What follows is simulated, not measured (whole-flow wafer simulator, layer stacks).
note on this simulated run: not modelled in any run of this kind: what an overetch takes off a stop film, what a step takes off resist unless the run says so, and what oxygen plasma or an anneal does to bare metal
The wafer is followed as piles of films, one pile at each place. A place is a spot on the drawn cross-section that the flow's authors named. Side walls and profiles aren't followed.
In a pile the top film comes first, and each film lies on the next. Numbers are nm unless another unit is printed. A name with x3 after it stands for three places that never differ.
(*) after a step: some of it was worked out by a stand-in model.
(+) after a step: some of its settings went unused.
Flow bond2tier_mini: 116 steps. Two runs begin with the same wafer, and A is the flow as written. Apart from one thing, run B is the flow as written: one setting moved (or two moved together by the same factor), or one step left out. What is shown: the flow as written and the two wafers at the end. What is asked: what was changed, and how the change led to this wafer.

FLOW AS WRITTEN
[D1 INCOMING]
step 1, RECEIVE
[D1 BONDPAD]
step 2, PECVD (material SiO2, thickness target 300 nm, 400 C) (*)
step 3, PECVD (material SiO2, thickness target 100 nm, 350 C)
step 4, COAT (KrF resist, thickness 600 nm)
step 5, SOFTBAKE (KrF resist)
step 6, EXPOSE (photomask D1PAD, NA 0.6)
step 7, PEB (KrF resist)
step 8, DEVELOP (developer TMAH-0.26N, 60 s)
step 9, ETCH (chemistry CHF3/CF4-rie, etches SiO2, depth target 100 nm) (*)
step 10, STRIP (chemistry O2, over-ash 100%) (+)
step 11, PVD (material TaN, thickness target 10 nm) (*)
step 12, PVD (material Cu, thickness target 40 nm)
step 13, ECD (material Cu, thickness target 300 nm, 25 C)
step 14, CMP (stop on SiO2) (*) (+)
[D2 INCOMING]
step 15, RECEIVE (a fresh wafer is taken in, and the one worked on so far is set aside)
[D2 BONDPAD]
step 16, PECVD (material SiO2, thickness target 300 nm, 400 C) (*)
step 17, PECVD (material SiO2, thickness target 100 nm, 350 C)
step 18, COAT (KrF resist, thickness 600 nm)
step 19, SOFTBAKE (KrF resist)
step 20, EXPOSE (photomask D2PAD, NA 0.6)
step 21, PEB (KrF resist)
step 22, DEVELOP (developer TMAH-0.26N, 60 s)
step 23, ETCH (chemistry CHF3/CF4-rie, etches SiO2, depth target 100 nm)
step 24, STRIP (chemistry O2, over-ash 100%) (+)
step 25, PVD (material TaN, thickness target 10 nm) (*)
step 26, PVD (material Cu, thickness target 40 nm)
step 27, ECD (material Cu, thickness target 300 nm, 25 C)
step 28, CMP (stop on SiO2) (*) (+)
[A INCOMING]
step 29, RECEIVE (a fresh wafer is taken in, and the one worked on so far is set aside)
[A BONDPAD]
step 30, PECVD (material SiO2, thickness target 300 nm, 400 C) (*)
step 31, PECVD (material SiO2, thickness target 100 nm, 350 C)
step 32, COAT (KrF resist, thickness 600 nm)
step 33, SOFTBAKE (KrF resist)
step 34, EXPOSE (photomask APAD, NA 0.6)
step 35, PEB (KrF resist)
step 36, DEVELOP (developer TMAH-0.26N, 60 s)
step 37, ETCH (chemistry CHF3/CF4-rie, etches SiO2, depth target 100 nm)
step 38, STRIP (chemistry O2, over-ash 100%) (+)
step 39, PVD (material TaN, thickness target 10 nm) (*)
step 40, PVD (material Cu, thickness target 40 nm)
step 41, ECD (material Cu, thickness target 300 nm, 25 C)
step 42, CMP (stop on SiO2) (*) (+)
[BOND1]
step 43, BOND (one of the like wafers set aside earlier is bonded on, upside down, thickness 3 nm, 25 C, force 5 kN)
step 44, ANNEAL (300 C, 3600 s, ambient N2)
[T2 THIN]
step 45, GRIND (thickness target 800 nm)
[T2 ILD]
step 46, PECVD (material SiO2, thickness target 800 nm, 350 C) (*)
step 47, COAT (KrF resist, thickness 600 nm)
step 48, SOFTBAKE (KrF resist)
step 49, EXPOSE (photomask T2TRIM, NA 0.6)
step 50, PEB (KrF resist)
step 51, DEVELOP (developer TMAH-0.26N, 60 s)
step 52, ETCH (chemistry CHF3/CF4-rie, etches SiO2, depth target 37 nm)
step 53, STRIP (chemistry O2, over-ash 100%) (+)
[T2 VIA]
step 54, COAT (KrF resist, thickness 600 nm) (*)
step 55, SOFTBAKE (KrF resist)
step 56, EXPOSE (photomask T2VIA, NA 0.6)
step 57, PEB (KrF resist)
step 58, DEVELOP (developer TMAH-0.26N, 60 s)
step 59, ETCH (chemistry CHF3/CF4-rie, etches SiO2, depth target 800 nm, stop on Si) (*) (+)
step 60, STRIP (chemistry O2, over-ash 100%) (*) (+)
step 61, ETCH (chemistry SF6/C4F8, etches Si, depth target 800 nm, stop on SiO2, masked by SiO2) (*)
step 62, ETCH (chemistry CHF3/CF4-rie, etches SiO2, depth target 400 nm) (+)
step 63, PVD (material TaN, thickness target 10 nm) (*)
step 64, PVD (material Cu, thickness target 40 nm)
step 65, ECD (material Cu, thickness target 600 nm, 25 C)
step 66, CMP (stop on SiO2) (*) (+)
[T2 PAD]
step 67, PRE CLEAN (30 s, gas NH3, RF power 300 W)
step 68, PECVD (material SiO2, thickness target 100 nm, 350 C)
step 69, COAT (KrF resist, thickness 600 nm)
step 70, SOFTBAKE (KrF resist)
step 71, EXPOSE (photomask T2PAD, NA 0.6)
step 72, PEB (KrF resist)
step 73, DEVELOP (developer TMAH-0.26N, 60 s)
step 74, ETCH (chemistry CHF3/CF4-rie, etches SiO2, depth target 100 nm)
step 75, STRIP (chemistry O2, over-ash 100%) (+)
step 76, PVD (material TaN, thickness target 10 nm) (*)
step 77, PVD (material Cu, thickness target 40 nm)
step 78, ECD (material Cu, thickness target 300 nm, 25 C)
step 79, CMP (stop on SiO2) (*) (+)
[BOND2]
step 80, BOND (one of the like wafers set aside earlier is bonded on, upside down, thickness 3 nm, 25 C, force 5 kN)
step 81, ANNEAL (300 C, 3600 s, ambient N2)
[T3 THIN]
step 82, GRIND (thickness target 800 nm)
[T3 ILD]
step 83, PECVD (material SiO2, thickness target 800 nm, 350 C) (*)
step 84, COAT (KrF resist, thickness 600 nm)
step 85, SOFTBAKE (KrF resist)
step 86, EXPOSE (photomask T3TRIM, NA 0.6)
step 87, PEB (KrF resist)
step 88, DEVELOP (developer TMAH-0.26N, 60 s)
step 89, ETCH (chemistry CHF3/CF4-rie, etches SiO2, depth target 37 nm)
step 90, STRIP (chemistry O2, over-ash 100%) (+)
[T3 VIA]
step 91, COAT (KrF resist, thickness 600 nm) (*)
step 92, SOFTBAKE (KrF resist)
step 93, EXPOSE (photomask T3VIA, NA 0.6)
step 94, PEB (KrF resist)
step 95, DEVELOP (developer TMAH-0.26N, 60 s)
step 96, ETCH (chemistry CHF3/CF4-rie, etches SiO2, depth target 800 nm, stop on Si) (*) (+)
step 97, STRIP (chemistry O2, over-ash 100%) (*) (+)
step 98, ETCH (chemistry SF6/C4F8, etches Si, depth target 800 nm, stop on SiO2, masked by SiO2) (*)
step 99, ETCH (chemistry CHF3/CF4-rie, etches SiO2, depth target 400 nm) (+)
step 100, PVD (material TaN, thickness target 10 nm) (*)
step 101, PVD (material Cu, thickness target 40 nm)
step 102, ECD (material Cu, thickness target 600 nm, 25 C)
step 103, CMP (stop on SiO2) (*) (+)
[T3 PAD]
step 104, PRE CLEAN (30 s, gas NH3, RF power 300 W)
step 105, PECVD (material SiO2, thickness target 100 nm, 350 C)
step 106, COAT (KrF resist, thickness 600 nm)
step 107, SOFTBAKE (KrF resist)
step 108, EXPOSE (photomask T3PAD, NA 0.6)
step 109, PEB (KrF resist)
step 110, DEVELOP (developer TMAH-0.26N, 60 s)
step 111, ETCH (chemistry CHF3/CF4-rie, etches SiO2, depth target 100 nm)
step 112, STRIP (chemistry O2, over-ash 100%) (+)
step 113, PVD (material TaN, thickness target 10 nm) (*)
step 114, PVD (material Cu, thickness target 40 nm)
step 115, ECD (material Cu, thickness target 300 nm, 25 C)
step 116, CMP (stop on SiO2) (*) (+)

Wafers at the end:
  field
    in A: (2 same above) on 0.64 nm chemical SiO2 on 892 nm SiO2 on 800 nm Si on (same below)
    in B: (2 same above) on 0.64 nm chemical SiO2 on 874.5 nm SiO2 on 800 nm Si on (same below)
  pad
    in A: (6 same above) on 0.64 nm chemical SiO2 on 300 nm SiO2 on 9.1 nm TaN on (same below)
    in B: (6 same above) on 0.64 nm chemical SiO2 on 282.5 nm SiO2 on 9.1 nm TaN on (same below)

Cause: step 17, PECVD: thickness target 82.5 nm was run, whereas the flow has thickness target 100 nm.

The path from the change to this, step by step:
  step 17, PECVD (material SiO2, thickness target 100 nm, 350 C)
      field, pad, via: A +100 SiO2 | B +82.5 SiO2
  step 80, BOND (one of the like wafers set aside earlier is bonded on, upside down, thickness 3 nm, 25 C, force 5 kN)
      field: A +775 um Si (new film), +0.64 chemical SiO2 (new film), +400 SiO2 | B +775 um Si (new film), +0.64 chemical SiO2 (new film), +382.5 SiO2
      pad: A +775 um Si (new film), +0.64 chemical SiO2 (new film), +300 SiO2 (new film), +9.1 TaN (new film), +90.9 Cu | B +775 um Si (new film), +0.64 chemical SiO2 (new film), +282.5 SiO2 (new film), +9.1 TaN (new film), +90.9 Cu
